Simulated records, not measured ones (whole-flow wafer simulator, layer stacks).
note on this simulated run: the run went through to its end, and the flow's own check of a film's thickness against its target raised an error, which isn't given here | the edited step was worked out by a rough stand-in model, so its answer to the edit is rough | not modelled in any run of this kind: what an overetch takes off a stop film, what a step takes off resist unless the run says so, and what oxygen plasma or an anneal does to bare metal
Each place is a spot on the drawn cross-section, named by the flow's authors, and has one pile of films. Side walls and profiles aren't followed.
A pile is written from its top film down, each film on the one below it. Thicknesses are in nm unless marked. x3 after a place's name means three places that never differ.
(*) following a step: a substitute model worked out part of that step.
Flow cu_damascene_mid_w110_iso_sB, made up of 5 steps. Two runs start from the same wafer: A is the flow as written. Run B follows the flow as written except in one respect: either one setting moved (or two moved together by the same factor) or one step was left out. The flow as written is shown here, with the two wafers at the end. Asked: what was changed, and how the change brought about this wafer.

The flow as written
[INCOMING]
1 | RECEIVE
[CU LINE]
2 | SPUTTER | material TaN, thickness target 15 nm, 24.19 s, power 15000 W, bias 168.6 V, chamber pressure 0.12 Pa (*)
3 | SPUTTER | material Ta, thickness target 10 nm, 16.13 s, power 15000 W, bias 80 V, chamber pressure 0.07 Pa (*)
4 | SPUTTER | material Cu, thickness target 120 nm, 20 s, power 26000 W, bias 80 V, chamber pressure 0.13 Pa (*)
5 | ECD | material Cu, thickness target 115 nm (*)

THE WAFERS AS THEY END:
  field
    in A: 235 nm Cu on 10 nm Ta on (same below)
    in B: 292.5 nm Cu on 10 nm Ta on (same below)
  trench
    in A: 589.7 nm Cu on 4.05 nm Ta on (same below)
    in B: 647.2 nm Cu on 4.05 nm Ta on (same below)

Cause: step 5, ECD: thickness target 172.5 nm was run, though the flow has thickness target 115 nm.

The path from the change to this, step by step:
  5 | ECD | material Cu, thickness target 115 nm (*)
      field: A +115 Cu | B +172.5 Cu
      trench: A +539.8 Cu | B +597.3 Cu
